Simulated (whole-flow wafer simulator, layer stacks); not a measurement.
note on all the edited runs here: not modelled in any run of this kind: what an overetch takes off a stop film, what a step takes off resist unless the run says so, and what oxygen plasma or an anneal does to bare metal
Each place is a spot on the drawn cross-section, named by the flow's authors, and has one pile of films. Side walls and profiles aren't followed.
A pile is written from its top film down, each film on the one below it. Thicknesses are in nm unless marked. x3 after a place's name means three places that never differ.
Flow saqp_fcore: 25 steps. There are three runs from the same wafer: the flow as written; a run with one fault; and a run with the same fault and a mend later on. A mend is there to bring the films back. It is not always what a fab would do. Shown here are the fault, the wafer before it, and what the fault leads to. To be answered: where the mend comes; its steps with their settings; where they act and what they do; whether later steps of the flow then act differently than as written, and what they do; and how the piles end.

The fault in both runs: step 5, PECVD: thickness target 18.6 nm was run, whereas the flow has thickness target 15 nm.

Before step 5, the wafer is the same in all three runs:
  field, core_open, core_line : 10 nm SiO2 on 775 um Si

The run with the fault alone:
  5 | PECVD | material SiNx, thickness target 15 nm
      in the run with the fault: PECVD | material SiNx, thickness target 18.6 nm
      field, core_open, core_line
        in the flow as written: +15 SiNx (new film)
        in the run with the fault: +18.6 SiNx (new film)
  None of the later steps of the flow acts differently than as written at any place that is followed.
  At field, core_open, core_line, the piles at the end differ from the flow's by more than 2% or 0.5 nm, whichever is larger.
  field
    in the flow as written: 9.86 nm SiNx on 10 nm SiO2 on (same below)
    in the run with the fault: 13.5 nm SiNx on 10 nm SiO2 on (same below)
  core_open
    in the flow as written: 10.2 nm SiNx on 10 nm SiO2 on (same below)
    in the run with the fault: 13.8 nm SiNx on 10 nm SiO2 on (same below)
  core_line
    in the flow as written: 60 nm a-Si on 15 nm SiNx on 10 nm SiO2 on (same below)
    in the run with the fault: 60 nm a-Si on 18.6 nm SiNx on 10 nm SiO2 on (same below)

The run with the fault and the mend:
  The mend follows step 5.
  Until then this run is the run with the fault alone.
  5a | ETCH | chemistry h3po4, depth target 21.39 nm
      field, core_open, core_line
        -18.6 SiNx (all of it)
  5b | PECVD | material SiNx, thickness target 15 nm (the flow's step 5, run once more)
      field, core_open, core_line
        +15 SiNx (new film)
  None of the later steps of the flow acts differently than as written at any place that is followed.
  By the end, the piles equal the flow's at every place that both follow.
